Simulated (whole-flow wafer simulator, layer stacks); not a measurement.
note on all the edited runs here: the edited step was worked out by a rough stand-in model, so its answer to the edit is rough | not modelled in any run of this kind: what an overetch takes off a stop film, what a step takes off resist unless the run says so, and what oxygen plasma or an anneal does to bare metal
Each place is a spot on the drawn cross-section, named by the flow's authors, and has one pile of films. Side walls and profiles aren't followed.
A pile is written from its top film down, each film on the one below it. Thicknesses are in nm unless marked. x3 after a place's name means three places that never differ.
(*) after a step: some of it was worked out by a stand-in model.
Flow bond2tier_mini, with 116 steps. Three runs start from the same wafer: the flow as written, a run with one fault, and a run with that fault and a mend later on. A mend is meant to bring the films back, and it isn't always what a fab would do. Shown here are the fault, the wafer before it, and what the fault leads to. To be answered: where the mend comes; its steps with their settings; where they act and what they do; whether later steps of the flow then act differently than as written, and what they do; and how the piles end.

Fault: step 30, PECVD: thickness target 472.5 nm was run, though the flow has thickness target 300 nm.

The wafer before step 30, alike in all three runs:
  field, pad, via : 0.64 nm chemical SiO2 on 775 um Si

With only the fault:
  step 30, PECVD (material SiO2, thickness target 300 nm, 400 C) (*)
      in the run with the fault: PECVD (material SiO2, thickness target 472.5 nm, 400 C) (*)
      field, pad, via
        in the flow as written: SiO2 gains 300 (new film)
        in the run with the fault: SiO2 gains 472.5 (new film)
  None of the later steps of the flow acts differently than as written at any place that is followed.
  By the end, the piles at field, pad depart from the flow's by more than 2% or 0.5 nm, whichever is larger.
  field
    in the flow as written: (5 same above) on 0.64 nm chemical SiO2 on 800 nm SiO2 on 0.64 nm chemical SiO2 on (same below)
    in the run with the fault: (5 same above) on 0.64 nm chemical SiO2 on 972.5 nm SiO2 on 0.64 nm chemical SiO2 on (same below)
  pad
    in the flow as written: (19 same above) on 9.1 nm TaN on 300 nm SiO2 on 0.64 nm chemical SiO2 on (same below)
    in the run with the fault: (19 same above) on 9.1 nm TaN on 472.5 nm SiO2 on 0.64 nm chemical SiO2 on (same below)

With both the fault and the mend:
  After step 30 comes the mend.
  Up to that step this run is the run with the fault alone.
  step 30a, ETCH (chemistry CHF3/CF4-rie, etches SiO2, depth target 172.5 nm) (the flow's step 9, run once more with other settings)
      field, pad, via
        SiO2 loses 172.5
  None of the later steps of the flow acts differently than as written at any place that is followed.
  At every place that both follow, the piles at the end match the flow's.
